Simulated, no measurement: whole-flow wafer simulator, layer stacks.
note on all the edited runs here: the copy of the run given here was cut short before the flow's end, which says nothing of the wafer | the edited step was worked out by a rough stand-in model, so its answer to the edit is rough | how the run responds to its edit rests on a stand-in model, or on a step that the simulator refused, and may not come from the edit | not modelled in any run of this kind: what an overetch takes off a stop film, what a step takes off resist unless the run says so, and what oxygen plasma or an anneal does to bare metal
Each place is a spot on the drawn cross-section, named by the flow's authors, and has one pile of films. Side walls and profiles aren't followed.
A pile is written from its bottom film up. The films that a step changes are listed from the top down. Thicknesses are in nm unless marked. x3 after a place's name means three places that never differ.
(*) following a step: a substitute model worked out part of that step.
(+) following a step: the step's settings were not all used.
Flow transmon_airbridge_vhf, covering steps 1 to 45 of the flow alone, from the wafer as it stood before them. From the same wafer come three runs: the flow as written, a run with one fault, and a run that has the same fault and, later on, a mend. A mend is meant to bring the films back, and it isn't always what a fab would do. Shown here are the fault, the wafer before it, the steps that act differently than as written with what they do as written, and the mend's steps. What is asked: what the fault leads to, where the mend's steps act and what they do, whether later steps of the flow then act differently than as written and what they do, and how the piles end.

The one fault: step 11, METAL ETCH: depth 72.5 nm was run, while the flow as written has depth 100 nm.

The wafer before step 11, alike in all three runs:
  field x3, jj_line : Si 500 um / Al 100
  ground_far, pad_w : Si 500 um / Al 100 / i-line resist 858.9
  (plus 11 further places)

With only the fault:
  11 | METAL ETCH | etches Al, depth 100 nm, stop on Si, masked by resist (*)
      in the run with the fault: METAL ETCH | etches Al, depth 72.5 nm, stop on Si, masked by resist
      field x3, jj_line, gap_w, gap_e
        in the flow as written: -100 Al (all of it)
        in the run with the fault: -72.5 Al
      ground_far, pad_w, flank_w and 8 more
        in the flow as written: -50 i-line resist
        in the run with the fault: -36.2 i-line resist
  Steps later in the flow that act otherwise than as written (20 other steps are not shown; they differ only slightly, by no more than 2% or 0.5 nm, whichever is larger):
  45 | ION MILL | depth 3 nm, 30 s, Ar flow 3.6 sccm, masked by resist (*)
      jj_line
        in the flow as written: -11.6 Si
        in the run with the fault: -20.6 Al
  The piles end different from the flow's at field x3, jj_line, gap_w, gap_e by more than 2% or 0.5 nm, whichever is larger.
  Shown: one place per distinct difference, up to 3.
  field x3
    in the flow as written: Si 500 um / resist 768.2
    in the run with the fault: Si 500 um / Al 27.5 / resist 768.2
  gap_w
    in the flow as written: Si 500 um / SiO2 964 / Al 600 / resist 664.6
    in the run with the fault: Si 500 um / Al 27.5 / SiO2 964 / Al 600 / resist 657.4
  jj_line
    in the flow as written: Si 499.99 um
    in the run with the fault: Si 500 um / Al 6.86

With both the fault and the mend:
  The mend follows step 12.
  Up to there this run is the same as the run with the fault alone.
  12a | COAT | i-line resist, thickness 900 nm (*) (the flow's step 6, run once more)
      field x3, jj_line, trace_open_s x2, margin_s, bridge_strip, margin_n
        +900 i-line resist (new film)
      pad_w, pad_e
        +891.1 i-line resist (new film)
      flank_w, flank_e
        +883 i-line resist (new film)
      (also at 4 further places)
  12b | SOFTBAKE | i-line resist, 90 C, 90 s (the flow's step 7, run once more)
      flank_w, flank_e
        -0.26 i-line resist
      gap_w, gap_e
        +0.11 i-line resist
      cpw_trace
        -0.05 i-line resist
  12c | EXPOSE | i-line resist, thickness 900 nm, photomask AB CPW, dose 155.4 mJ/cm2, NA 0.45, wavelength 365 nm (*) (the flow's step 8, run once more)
      leaves every film unchanged at each place that is followed
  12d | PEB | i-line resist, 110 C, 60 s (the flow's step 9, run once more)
      field x3, jj_line, trace_open_s x2, margin_s, bridge_strip, margin_n
        -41 i-line resist
      pad_w, pad_e
        -40.6 i-line resist
      flank_w, flank_e
        -40.2 i-line resist
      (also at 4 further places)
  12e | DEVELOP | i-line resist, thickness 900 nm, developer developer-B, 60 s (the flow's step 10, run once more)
      ground_far, pad_w, pad_e, trace_open_s x2, margin_s, bridge_strip, margin_n
        -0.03 i-line resist
      field x3, jj_line
        -859 i-line resist (all of it)
      gap_w, gap_e
        -896.8 i-line resist (all of it)
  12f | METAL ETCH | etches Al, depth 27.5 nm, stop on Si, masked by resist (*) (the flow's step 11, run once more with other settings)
      ground_far, pad_w, flank_w and 8 more
        -13.8 i-line resist
      field x3, jj_line, gap_w, gap_e
        -27.5 Al (all of it)
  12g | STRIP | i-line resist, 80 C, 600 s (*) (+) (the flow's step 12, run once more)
      trace_open_s x2, margin_s, bridge_strip, margin_n
        -845.2 i-line resist (all of it)
      pad_w, pad_e
        -836.7 i-line resist (all of it)
      flank_w, flank_e
        -828.7 i-line resist (all of it)
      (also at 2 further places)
  None of the later steps of the flow acts differently than as written at any place that is followed.
  By the end, the piles equal the flow's at every place that both follow.
